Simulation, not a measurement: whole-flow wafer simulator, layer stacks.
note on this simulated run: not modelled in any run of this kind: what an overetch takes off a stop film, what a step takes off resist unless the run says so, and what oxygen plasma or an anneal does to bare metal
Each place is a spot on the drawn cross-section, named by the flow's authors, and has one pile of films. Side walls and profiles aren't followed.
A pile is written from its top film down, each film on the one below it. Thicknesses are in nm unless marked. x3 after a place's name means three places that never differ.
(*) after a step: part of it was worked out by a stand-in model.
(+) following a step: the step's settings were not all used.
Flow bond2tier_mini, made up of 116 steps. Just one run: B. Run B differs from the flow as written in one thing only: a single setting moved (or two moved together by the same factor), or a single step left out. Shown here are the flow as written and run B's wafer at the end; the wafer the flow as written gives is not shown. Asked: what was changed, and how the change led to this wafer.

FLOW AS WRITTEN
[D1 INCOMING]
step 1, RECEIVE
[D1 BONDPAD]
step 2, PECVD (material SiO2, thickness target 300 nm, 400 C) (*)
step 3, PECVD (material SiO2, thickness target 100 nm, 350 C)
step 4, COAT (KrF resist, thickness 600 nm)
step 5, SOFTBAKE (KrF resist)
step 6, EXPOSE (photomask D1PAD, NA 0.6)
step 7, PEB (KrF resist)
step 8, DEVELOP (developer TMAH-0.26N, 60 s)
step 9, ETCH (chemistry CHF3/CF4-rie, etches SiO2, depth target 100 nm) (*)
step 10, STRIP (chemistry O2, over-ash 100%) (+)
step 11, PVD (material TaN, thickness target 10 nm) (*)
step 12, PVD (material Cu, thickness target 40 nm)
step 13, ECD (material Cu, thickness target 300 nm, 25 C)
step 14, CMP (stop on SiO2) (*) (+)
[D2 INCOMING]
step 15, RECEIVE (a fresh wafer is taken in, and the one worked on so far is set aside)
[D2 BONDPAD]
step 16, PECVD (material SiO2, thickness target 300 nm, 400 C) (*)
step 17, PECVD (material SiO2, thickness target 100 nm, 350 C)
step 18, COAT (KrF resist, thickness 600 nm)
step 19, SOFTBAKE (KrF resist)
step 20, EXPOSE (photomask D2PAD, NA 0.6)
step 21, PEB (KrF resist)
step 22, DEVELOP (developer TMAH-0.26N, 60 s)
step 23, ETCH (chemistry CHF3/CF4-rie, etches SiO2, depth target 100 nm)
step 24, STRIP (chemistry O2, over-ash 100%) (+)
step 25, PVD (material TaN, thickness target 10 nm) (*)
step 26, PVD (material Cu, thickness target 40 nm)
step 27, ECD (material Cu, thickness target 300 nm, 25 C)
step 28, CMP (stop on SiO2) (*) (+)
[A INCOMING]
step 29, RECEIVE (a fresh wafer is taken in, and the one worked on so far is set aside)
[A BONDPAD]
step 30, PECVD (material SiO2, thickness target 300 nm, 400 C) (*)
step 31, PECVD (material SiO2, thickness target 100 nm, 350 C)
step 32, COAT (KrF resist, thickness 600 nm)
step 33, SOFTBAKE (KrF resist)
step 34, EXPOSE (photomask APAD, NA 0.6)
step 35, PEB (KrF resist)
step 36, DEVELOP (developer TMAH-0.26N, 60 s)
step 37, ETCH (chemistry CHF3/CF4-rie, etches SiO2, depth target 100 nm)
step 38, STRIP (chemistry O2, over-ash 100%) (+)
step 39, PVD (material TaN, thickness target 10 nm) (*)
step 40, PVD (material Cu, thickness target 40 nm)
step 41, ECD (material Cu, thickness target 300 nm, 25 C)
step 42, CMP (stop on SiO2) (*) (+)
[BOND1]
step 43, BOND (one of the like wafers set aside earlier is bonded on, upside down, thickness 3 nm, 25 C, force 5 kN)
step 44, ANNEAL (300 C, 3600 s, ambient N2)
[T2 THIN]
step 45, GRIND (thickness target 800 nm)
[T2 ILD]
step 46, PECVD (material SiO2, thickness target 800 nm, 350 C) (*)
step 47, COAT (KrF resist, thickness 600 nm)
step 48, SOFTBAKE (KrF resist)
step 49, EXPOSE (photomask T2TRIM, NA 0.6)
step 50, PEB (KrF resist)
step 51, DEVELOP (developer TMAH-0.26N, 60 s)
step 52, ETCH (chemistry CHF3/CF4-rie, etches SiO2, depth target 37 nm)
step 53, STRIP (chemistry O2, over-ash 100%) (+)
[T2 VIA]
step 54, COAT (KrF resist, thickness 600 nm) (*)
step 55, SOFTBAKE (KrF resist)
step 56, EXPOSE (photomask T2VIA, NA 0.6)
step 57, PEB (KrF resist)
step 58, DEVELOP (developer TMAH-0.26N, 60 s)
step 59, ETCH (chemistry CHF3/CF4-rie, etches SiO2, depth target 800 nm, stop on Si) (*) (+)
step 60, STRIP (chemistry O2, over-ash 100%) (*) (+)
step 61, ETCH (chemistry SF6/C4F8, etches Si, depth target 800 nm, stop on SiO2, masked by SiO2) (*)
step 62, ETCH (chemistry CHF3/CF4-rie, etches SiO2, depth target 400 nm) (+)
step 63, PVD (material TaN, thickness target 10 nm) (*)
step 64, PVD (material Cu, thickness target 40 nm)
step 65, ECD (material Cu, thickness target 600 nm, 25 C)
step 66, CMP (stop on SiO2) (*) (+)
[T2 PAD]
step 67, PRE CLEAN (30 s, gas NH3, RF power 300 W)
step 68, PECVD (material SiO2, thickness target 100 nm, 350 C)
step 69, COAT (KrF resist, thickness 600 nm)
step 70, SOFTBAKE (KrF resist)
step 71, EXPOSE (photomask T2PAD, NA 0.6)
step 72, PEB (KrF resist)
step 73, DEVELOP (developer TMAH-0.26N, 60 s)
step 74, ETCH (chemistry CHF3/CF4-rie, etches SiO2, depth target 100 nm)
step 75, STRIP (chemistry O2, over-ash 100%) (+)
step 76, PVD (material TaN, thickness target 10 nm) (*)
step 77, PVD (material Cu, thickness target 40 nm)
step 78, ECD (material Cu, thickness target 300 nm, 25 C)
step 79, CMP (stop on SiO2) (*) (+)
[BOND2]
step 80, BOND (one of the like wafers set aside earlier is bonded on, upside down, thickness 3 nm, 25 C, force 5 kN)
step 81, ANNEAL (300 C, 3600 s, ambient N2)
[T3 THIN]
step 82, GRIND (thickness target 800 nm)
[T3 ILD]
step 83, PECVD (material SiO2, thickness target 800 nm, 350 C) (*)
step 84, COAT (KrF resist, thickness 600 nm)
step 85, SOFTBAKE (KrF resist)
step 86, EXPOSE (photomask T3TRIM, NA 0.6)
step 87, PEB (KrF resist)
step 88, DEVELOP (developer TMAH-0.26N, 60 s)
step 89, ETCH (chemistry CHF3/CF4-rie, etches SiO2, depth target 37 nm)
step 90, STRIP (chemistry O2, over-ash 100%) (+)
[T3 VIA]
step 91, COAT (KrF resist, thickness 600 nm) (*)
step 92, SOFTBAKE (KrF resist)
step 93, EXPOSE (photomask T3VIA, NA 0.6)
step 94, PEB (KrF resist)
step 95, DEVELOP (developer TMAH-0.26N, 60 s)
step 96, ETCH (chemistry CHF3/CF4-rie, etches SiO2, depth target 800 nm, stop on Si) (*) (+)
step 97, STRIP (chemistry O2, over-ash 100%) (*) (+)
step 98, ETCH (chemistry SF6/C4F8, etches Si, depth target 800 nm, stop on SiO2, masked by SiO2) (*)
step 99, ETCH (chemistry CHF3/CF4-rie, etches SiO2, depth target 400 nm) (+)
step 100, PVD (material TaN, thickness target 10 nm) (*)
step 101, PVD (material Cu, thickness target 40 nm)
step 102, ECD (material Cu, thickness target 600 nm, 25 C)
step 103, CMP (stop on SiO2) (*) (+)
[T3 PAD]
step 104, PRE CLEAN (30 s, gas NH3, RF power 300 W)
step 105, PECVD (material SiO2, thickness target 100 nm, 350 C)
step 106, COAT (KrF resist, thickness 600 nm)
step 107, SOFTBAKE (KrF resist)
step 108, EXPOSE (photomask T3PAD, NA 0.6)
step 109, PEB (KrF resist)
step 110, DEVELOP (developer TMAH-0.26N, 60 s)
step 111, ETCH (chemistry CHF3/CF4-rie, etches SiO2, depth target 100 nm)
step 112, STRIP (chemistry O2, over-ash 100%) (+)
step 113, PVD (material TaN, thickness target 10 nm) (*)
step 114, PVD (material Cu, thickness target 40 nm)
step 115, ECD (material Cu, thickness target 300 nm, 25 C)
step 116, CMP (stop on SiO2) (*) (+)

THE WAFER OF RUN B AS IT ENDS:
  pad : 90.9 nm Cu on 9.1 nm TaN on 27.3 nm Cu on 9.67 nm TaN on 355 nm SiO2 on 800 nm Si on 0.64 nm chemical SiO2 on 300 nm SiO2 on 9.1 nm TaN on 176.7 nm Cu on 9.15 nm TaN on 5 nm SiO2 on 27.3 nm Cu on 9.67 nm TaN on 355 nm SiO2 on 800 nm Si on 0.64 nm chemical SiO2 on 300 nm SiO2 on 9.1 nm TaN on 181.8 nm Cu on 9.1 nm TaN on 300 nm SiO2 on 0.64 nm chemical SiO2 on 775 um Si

What caused this: step 74, ETCH: depth target 95 nm was run, though the flow has depth target 100 nm.

How this came from the change, step by step:
  step 74, ETCH (chemistry CHF3/CF4-rie, etches SiO2, depth target 100 nm)
      pad: -95 SiO2 (it would be, as written: -100 SiO2 (all of it))
      field: -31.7 KrF resist (it would be, as written: -33.3 KrF resist)
Taking metal films that touch as one body, pad has 4 bodies (between them, from the top down: SiO2 355 / Si 800 / chemical SiO2 0.64 / SiO2 300; SiO2 5; SiO2 355 / Si 800 / chemical SiO2 0.64 / SiO2 300); the flow as written gives 3 bodies (between them, from the top down: SiO2 355 / Si 800 / chemical SiO2 0.64 / SiO2 300; SiO2 355 / Si 800 / chemical SiO2 0.64 / SiO2 300).
